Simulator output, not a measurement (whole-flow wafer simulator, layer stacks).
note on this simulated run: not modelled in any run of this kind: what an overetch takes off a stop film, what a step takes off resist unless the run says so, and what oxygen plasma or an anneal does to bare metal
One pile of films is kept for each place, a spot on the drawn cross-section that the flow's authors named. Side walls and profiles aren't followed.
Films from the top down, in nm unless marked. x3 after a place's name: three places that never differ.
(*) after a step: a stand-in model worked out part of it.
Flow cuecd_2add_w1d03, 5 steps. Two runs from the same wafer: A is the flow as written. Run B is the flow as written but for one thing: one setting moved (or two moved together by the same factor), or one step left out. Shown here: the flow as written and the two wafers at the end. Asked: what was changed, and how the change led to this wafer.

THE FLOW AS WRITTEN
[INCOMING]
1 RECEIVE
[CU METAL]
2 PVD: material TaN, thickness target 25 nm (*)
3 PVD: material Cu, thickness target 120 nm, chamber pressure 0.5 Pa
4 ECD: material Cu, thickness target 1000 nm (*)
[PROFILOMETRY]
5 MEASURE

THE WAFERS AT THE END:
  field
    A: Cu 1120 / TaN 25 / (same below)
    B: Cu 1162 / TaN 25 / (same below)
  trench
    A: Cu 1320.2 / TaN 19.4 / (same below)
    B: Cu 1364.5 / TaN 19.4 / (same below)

The cause: step 3, PVD: thickness target 162 nm was run, where the flow has thickness target 120 nm.

How the change led to this, step by step:
  3 PVD: material Cu, thickness target 120 nm, chamber pressure 0.5 Pa
      field: A Cu +120 (new film) | B Cu +162 (new film)
      trench: A Cu +93.4 (new film) | B Cu +126.1 (new film)
